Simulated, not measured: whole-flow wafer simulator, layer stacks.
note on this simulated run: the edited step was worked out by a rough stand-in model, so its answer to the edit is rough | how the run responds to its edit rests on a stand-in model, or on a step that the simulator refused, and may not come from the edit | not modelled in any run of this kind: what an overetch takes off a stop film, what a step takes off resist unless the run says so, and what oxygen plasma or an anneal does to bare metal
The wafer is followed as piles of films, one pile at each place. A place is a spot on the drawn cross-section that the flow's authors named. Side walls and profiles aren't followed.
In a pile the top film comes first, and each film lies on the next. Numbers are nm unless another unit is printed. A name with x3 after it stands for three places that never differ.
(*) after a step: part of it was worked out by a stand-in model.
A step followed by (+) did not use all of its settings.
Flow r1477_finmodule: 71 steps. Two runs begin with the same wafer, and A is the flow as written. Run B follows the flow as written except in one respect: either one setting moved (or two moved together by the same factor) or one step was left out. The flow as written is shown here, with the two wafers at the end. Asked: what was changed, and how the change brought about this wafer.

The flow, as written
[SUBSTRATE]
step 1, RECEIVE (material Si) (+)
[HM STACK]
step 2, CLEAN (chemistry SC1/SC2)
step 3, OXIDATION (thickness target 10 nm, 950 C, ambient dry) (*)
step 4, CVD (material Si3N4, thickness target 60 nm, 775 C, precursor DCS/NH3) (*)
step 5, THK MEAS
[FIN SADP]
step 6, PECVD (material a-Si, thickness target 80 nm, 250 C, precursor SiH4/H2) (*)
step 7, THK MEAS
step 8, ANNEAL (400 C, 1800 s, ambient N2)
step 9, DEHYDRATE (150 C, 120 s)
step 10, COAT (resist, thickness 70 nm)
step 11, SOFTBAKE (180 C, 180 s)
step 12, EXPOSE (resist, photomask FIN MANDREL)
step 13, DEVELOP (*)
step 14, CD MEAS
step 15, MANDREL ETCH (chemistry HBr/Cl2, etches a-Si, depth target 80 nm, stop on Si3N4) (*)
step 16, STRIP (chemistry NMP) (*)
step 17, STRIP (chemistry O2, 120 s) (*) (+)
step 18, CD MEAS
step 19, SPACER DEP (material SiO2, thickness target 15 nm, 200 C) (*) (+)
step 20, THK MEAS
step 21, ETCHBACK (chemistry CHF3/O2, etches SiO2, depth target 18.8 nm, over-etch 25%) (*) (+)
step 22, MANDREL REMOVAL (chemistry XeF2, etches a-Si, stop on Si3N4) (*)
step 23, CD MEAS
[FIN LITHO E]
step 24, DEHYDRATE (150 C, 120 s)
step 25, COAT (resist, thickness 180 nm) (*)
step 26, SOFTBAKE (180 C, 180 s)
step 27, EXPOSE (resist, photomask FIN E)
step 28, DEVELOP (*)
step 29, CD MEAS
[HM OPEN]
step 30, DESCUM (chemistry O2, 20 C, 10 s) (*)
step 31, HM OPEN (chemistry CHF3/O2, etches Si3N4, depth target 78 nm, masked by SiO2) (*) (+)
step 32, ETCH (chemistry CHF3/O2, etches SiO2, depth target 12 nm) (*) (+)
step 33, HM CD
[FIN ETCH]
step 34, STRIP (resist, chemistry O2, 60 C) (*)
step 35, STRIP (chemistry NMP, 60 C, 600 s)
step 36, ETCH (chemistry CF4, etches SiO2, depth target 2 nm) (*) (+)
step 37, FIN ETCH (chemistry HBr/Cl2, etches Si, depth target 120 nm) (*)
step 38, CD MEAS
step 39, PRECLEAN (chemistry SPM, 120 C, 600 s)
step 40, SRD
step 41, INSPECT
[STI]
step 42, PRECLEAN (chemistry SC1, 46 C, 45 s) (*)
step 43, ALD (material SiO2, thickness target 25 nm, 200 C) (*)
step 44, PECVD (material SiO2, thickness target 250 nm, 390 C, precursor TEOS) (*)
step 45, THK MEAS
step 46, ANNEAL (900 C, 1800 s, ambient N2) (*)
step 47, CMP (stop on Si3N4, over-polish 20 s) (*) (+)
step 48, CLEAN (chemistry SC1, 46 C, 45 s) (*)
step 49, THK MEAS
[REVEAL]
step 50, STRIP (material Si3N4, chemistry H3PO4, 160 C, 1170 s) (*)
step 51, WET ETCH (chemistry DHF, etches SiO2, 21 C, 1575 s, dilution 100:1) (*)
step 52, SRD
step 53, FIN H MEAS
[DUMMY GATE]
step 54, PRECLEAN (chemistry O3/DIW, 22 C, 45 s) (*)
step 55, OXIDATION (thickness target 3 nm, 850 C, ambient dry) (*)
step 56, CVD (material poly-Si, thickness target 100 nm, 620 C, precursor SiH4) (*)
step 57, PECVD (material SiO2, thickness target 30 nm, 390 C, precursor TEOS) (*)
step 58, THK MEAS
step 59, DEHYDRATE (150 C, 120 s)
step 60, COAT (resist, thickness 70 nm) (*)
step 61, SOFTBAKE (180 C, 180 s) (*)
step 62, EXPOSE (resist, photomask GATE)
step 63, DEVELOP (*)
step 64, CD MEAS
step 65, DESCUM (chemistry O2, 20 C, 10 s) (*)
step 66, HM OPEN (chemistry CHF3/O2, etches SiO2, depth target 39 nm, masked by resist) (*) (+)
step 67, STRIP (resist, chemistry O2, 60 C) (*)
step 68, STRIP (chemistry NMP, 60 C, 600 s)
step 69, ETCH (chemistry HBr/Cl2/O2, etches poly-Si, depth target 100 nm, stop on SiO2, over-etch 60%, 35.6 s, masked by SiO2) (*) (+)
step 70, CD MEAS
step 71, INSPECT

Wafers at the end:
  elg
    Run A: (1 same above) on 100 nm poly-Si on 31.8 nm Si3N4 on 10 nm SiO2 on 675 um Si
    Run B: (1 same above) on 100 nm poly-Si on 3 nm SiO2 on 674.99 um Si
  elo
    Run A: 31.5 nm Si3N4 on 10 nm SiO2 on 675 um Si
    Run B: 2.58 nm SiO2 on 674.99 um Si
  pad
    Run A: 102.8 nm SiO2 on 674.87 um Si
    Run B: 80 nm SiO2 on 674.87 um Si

Cause: step 6, PECVD: thickness target 42 nm was run, whereas the flow has thickness target 80 nm.

Step by step, how the change led to this:
  step 6, PECVD (material a-Si, thickness target 80 nm, 250 C, precursor SiH4/H2) (*)
      pad, padg, elg and 33 more: A a-Si gains 80 (new film) | B a-Si gains 42 (new film)
  step 15, MANDREL ETCH (chemistry HBr/Cl2, etches a-Si, depth target 80 nm, stop on Si3N4) (*)
      pad, padg, elg and 27 more: A a-Si loses 80 (all of it) | B a-Si loses 42 (all of it)
      s40cg, s45cg, s50cg, s40co, s45co, s50co: A resist loses 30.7 | B resist loses 24.1
  step 16, STRIP (chemistry NMP) (*)
      s40cg, s45cg, s50cg, s40co, s45co, s50co: A resist loses 39.3 (all of it) | B resist loses 45.9 (all of it)
  step 21, ETCHBACK (chemistry CHF3/O2, etches SiO2, depth target 18.8 nm, over-etch 25%) (*) (+)
      s40sg_line, s45sg_line, s50sg_line, s40so_line, s45so_line, s50so_line: A SiO2 gains 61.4 | B SiO2 gains 23.4
  step 22, MANDREL REMOVAL (chemistry XeF2, etches a-Si, stop on Si3N4) (*)
      s40cg, s45cg, s50cg, s40co, s45co, s50co: A a-Si loses 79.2 (all of it) | B a-Si loses 41.2 (all of it)
  step 25, COAT (resist, thickness 180 nm) (*)
      s40cg, s40co: A resist gains 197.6 (new film) | B resist gains 188.1 (new film)
      s40sg, s40so: A resist gains 201.2 (new film) | B resist gains 191.7 (new film)
      (also at 14 further places)
  step 28, DEVELOP (*)
      s40cg, s40co: A resist loses 197.6 (all of it) | B resist loses 188.1 (all of it)
      s40sg, s40so: A resist loses 201.2 (all of it) | B resist loses 191.7 (all of it)
      (also at 14 further places)
  step 31, HM OPEN (chemistry CHF3/O2, etches Si3N4, depth target 78 nm, masked by SiO2) (*) (+)
      s40sg_line, s45sg_line, s50sg_line, s40so_line, s45so_line, s50so_line: A SiO2 loses 39 | B SiO2 loses 38.4 (all of it), Si3N4 loses 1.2
  step 32, ETCH (chemistry CHF3/O2, etches SiO2, depth target 12 nm) (*) (+)
      s40sg_line, s45sg_line, s50sg_line, s40so_line, s45so_line, s50so_line: A SiO2 loses 12 | B Si3N4 loses 1.43
      pad, padg, e40sg and 11 more: A Si loses 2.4 | B Si loses 0.3
      (also at 16 further places)
  step 34, STRIP (resist, chemistry O2, 60 C) (*)
      elg, e40lg, e100lg, e200lg, elo, e40lo, e100lo, e200lo: A resist loses 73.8 (all of it) | B resist loses 83.8 (all of it)
  step 36, ETCH (chemistry CF4, etches SiO2, depth target 2 nm) (*) (+)
      elg, e40lg, e100lg, e200lg, elo, e40lo, e100lo, e200lo: A Si3N4 loses 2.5 | B nothing
      s40sg_line, s45sg_line, s50sg_line, s40so_line, s45so_line, s50so_line: A SiO2 loses 2 | B nothing
  step 37, FIN ETCH (chemistry HBr/Cl2, etches Si, depth target 120 nm) (*)
      s40sg_line, s45sg_line, s50sg_line, s40so_line, s45so_line, s50so_line: A SiO2 loses 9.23 | B Si3N4 loses 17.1
  step 43, ALD (material SiO2, thickness target 25 nm, 200 C) (*)
      s40sg_line, s45sg_line, s50sg_line, s40so_line, s45so_line, s50so_line: A SiO2 gains 25 | B SiO2 gains 25 (new film)
      s40cg, s45cg, s50cg, s40co, s45co, s50co: A SiO2 gains 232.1 (new film) | B SiO2 gains 196.1 (new film)
  step 47, CMP (stop on Si3N4, over-polish 20 s) (*) (+)
      elg, e40lg, e100lg, e200lg, elo, e40lo, e100lo, e200lo: A SiO2 loses 241.6 | B SiO2 loses 263.8 (all of it), Si3N4 loses 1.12
      pad, padg, e40sg and 11 more: A SiO2 loses 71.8 | B SiO2 loses 94.6
      (also at 14 further places)
  step 50, STRIP (material Si3N4, chemistry H3PO4, 160 C, 1170 s) (*)
      elg, e40lg, e100lg, e200lg, elo, e40lo, e100lo, e200lo: A SiO2 loses 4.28 | B Si3N4 loses 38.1 (all of it), SiO2 loses 2.02
      s40sg_line, s45sg_line, s50sg_line, s40so_line, s45so_line, s50so_line: A Si3N4 loses 58.9 (all of it), SiO2 loses 1.37 | B Si3N4 loses 38.1 (all of it), SiO2 loses 2.02
  step 51, WET ETCH (chemistry DHF, etches SiO2, 21 C, 1575 s, dilution 100:1) (*)
      elg, e40lg, e100lg, e200lg, elo, e40lo, e100lo, e200lo: A SiO2 loses 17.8 (all of it), Si3N4 loses 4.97 | B SiO2 loses 7.98 (all of it)
      s40sg_line, s45sg_line, s50sg_line, s40so_line, s45so_line, s50so_line: A SiO2 loses 8.63 (all of it) | B SiO2 loses 7.98 (all of it)
  ... another 6 steps ...
  step 69, ETCH (chemistry HBr/Cl2/O2, etches poly-Si, depth target 100 nm, stop on SiO2, over-etch 60%, 35.6 s, masked by SiO2) (*) (+)
      s40co: A chemical SiO2 loses 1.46 (all of it), poly-Si loses 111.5 (all of it), SiO2 loses 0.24 | B chemical SiO2 loses 1.36 (all of it), poly-Si loses 134.3 (all of it), SiO2 loses 0.13
      s45co: A chemical SiO2 loses 1.46 (all of it), poly-Si loses 110.9 (all of it), SiO2 loses 0.25 | B chemical SiO2 loses 1.36 (all of it), poly-Si loses 134.3 (all of it), SiO2 loses 0.13
      (also at 1 further place)
